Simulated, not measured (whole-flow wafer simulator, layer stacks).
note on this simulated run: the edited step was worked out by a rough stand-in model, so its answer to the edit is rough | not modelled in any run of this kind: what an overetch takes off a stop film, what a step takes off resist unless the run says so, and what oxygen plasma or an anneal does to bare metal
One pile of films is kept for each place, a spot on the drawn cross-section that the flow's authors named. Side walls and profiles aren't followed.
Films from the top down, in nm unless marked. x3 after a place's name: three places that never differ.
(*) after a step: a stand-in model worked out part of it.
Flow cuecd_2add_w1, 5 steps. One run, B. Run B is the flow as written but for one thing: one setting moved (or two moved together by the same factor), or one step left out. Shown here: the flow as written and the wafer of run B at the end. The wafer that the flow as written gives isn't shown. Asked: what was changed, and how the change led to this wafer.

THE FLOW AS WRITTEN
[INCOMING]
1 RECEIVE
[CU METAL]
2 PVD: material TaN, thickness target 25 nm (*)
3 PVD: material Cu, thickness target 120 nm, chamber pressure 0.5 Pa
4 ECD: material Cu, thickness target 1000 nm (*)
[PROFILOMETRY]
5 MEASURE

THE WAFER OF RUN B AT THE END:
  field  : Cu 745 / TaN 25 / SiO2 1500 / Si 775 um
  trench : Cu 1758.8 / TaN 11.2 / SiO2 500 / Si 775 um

The cause: step 4, ECD: thickness target 625 nm was run, where the flow has thickness target 1000 nm.

How the change led to this, step by step:
  4 ECD: material Cu, thickness target 1000 nm (*)
      field: Cu +625 (as written it would be: Cu +1000)
      trench: Cu +1705.2 (as written it would be: Cu +2080.2)
